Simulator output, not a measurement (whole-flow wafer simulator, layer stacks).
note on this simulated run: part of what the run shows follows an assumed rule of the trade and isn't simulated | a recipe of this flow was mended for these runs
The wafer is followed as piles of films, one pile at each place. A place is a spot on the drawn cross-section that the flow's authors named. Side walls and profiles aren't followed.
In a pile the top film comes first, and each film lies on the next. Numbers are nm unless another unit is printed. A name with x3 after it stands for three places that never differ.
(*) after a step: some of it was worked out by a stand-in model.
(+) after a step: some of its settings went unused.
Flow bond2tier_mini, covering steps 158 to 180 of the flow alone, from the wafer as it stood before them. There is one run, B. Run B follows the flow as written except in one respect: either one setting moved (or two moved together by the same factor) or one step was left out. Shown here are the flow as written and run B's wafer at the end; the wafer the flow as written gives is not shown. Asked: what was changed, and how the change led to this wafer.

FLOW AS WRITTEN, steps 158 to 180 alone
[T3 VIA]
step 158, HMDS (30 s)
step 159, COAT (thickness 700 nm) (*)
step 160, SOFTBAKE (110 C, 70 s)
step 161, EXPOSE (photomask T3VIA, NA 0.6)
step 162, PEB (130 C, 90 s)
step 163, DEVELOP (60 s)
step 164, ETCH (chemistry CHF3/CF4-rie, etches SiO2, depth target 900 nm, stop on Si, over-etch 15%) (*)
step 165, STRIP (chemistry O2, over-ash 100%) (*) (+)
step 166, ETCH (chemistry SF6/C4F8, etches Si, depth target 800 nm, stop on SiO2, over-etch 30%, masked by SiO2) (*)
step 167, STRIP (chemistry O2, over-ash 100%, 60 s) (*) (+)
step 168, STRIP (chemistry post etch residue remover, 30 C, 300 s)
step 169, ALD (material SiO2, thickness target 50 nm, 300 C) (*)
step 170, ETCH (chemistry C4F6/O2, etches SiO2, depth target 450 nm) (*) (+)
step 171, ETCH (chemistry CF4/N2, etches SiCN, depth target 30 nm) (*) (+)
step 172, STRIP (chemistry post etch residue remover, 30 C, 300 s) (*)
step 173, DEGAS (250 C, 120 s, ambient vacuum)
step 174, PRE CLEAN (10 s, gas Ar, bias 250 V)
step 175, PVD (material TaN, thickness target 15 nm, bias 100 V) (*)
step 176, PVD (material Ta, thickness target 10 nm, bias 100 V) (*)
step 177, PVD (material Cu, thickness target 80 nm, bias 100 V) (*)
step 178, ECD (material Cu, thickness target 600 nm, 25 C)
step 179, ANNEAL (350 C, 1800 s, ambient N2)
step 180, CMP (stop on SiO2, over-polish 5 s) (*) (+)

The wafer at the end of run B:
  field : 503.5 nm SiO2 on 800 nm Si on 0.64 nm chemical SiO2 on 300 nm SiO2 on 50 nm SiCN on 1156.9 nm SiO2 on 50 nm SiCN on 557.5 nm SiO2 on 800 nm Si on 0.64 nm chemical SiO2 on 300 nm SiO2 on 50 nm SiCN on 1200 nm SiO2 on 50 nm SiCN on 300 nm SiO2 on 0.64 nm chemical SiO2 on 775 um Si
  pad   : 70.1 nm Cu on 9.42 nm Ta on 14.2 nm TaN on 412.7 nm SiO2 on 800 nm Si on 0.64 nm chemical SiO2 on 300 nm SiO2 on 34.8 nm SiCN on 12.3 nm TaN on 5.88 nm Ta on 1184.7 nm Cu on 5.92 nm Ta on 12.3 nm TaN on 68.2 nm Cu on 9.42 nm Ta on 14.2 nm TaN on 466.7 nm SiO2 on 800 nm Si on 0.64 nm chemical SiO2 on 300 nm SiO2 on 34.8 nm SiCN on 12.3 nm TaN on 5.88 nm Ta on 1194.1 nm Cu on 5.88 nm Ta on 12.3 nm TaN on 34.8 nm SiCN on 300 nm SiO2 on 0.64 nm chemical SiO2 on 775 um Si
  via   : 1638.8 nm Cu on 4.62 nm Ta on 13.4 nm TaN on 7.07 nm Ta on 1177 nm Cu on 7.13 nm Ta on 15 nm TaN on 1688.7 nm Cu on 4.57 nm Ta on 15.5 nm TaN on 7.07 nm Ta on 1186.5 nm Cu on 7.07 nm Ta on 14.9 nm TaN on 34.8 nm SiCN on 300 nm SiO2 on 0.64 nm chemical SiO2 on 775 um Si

What caused this: step 170, ETCH: depth target 504 nm was run, though the flow has depth target 450 nm.

Step by step, how the change led to this:
  step 170, ETCH (chemistry C4F6/O2, etches SiO2, depth target 450 nm) (*) (+)
      field, pad: SiO2 loses 504 (as written it would have been: SiO2 loses 450)
      via: SiO2 loses 348.1 (all of it), SiCN loses 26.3 (as written it would have been: SiO2 loses 348.1 (all of it), SiCN loses 17.2)
  step 171, ETCH (chemistry CF4/N2, etches SiCN, depth target 30 nm) (*) (+)
      via: SiCN loses 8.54 (all of it), TaN loses 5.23 (as written it would have been: SiCN loses 17.6 (all of it), TaN loses 3.01)
  step 178, ECD (material Cu, thickness target 600 nm, 25 C)
      via: Cu gains 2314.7 (as written it would have been: Cu gains 2367)
